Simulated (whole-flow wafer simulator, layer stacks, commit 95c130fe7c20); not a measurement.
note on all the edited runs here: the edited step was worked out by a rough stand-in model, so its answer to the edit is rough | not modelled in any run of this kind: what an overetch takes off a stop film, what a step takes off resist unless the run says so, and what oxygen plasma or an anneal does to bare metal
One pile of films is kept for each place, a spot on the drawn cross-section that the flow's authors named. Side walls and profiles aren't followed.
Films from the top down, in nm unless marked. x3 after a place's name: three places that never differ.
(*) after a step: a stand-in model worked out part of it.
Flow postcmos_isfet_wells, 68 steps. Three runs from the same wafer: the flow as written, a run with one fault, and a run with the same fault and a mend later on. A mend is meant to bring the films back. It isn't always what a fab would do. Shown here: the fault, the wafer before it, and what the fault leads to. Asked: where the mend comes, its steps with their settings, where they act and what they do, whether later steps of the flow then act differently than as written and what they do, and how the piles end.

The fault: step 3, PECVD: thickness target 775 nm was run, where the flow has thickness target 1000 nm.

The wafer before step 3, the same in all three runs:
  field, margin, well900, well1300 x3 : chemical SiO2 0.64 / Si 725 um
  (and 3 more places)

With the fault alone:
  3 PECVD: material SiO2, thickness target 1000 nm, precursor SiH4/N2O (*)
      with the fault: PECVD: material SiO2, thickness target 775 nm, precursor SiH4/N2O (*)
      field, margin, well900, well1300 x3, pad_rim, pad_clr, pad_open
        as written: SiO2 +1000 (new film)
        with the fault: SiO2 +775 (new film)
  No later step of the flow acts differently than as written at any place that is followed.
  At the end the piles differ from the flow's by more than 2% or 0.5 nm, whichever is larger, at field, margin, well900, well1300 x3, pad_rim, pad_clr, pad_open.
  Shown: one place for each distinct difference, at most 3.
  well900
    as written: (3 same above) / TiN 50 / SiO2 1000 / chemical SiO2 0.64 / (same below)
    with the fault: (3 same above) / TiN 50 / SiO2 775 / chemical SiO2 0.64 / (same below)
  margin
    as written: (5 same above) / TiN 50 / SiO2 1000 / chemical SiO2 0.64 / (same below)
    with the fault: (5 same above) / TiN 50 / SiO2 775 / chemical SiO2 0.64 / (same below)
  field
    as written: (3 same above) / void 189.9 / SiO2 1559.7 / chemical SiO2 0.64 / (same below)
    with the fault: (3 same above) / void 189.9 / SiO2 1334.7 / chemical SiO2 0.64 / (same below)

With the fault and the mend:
  The mend comes after step 3.
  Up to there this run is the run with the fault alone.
  3a PECVD: material SiO2, thickness target 225 nm, precursor SiH4/N2O (*) (the flow's step 3 once more, with other settings)
      field, margin, well900, well1300 x3, pad_rim, pad_clr, pad_open
        SiO2 +225
  No later step of the flow acts differently than as written at any place that is followed.
  At the end the piles are the same as the flow's at every place that both follow.
